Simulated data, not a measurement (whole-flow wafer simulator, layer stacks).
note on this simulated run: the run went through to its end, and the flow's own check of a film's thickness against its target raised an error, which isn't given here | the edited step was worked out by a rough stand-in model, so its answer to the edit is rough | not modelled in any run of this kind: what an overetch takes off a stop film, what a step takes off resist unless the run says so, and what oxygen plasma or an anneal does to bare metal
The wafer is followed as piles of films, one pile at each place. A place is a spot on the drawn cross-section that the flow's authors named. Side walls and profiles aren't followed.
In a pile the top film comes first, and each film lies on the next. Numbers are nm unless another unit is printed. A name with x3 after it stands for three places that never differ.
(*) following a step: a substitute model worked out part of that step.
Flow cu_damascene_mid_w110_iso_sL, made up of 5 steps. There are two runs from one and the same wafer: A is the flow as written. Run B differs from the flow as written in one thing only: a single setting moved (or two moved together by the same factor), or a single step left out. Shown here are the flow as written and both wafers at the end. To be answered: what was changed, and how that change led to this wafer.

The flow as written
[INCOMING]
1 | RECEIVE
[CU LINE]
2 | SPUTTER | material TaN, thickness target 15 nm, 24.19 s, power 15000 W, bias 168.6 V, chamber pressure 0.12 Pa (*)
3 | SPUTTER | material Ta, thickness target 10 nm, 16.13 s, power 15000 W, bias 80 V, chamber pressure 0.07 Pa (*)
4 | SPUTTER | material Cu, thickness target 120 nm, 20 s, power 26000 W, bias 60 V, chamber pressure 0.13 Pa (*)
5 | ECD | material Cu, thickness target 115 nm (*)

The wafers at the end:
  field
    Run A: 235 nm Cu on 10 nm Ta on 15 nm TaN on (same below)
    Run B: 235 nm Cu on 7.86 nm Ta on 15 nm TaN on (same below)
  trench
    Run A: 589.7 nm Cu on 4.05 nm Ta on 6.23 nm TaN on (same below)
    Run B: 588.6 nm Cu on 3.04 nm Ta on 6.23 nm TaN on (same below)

What caused this: step 3, SPUTTER: power 11790 W was run, while the flow as written has power 15000 W.

Step by step, how the change led to this:
  3 | SPUTTER | material Ta, thickness target 10 nm, 16.13 s, power 15000 W, bias 80 V, chamber pressure 0.07 Pa (*)
      field: A Ta gains 10 (new film) | B Ta gains 7.86 (new film)
      trench: A Ta gains 4.05 (new film) | B Ta gains 3.04 (new film)
